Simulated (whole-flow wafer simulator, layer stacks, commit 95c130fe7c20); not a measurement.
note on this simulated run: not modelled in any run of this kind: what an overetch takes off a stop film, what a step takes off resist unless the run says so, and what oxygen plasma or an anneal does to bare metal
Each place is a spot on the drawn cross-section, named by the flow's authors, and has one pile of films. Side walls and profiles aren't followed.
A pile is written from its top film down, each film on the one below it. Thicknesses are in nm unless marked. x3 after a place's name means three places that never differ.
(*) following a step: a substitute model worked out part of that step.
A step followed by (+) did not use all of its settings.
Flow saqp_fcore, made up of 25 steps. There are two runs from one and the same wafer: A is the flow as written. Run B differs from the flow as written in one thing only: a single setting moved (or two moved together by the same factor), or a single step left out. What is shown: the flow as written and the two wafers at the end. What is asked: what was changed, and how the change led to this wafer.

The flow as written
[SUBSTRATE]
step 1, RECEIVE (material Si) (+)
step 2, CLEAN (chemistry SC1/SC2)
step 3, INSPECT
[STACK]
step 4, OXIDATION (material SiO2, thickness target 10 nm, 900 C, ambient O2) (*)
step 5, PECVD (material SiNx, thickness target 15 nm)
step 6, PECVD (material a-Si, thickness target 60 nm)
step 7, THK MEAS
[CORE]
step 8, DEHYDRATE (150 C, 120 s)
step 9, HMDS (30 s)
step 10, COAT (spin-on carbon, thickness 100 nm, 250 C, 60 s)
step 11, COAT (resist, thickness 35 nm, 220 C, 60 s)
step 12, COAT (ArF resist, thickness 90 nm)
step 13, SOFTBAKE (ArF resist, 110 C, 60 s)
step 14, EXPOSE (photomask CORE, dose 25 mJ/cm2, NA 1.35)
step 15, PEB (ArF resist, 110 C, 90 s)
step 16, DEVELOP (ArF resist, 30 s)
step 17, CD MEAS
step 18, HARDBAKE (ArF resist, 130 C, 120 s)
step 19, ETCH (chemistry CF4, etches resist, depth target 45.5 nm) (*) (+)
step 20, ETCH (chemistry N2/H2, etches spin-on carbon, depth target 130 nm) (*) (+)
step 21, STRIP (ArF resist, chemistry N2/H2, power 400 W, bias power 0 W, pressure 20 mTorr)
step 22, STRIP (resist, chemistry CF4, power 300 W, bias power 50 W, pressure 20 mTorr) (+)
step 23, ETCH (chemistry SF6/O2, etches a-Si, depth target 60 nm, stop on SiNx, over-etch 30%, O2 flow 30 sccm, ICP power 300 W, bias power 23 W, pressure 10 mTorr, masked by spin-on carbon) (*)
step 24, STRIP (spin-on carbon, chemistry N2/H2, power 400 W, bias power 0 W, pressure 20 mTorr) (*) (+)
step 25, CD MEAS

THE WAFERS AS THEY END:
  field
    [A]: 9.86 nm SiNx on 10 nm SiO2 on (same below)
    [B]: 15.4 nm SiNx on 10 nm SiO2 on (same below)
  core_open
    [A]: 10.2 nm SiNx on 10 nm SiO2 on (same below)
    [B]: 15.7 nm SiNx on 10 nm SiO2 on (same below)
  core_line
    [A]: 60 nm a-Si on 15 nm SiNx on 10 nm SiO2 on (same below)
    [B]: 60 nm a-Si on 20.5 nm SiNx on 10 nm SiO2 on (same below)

The reason: step 5, PECVD: thickness target 20.5 nm was run, while the flow as written has thickness target 15 nm.
The wafer itself shows it: core_line has SiNx 20.5, and step 5 as written asks for 15 nm.

The path from the change to this, step by step:
  step 5, PECVD (material SiNx, thickness target 15 nm)
      field, core_open, core_line: A SiNx gains 15 (new film) | B SiNx gains 20.5 (new film)
